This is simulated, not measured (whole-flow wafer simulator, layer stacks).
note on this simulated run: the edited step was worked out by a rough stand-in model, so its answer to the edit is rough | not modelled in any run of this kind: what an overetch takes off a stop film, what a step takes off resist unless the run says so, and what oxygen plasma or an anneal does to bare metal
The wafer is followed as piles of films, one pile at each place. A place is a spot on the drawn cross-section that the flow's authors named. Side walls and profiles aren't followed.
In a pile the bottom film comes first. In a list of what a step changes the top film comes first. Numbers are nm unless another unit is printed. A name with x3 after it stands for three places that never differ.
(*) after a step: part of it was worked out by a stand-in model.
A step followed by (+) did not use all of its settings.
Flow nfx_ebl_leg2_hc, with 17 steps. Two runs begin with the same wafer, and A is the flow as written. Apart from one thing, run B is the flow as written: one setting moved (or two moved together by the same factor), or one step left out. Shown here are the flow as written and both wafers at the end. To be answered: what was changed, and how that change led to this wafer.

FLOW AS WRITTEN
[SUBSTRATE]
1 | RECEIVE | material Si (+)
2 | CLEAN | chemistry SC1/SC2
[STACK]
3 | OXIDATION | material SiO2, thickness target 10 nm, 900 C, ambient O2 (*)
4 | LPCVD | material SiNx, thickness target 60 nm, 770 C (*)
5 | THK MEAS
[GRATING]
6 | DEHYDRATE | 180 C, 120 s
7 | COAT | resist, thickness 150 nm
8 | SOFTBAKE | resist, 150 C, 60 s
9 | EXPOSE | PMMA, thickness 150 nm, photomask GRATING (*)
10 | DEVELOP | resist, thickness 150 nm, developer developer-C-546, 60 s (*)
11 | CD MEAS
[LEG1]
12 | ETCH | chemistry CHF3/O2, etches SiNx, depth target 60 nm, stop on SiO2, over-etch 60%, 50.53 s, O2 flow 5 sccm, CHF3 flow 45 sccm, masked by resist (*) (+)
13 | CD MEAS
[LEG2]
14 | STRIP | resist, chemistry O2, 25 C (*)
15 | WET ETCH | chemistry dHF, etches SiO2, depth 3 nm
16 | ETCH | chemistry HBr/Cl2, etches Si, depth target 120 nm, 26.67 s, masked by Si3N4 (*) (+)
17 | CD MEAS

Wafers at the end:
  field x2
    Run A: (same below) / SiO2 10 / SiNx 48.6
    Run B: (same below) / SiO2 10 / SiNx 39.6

The reason: step 4, LPCVD: thickness target 51 nm was run, whereas the flow has thickness target 60 nm.

The path from the change to this, step by step:
  4 | LPCVD | material SiNx, thickness target 60 nm, 770 C (*)
      field x2, pad x2: A SiNx gains 60 (new film) | B SiNx gains 51 (new film)
  12 | ETCH | chemistry CHF3/O2, etches SiNx, depth target 60 nm, stop on SiO2, over-etch 60%, 50.53 s, O2 flow 5 sccm, CHF3 flow 45 sccm, masked by resist (*) (+)
      pad x2: A SiNx loses 60 (all of it), SiO2 loses 10 (all of it) | B SiNx loses 51 (all of it), SiO2 loses 10 (all of it)
